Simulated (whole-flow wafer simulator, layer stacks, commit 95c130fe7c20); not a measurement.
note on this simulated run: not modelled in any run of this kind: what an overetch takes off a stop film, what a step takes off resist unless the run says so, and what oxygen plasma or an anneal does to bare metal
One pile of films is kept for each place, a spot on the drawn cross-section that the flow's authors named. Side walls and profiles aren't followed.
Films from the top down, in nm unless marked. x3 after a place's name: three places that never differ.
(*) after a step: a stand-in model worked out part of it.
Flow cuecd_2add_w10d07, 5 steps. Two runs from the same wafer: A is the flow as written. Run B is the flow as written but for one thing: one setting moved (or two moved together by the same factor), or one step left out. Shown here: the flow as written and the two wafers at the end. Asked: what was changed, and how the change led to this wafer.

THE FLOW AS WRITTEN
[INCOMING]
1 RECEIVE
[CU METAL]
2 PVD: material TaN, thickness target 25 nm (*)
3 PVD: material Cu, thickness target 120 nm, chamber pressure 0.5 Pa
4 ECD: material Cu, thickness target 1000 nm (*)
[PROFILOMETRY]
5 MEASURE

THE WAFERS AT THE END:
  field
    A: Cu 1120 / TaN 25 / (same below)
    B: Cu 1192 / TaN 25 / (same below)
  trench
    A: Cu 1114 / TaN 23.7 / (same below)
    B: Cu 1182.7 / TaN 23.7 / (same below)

The cause: step 3, PVD: thickness target 192 nm was run, where the flow has thickness target 120 nm.

How the change led to this, step by step:
  3 PVD: material Cu, thickness target 120 nm, chamber pressure 0.5 Pa
      field: A Cu +120 (new film) | B Cu +192 (new film)
      trench: A Cu +114 (new film) | B Cu +182.7 (new film)
